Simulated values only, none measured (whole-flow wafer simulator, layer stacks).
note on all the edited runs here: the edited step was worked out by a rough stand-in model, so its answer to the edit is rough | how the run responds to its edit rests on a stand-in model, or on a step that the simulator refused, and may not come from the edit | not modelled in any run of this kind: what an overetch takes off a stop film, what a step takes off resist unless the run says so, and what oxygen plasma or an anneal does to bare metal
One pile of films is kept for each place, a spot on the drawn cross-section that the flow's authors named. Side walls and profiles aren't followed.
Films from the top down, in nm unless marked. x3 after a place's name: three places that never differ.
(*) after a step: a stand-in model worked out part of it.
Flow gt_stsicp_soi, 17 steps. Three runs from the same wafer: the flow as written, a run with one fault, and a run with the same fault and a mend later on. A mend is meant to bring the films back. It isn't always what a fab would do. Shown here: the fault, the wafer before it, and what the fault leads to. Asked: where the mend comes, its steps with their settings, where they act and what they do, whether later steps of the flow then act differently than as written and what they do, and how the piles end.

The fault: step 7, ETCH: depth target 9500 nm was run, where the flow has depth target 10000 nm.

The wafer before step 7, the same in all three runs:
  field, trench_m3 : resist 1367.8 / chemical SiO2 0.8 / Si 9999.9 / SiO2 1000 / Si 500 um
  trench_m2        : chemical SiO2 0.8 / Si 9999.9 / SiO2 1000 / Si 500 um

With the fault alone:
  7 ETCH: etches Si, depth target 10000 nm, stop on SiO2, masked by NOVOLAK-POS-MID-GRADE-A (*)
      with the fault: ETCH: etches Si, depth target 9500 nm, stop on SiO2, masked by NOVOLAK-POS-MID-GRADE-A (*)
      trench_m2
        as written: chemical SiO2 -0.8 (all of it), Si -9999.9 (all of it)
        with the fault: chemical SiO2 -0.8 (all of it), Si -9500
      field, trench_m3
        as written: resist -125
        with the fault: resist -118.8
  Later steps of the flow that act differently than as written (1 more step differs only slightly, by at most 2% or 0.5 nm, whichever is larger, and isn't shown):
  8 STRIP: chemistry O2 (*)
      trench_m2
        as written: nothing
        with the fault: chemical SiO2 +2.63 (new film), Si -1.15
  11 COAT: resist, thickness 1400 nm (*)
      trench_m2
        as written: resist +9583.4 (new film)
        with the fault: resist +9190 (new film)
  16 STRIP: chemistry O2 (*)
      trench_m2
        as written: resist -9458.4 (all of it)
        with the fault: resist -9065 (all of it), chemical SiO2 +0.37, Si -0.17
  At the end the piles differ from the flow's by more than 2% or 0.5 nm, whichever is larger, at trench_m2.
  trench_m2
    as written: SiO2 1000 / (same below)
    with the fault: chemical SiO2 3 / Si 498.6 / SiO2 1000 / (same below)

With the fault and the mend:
  The mend comes after step 7.
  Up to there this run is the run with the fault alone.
  7a ETCH: etches Si, depth target 500 nm, stop on SiO2, masked by NOVOLAK-POS-MID-GRADE-A (*) (the flow's step 7 once more, with other settings)
      field, trench_m3
        resist -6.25
      trench_m2
        Si -499.9 (all of it)
  No later step of the flow acts differently than as written at any place that is followed.
  At the end the piles are the same as the flow's at every place that both follow.
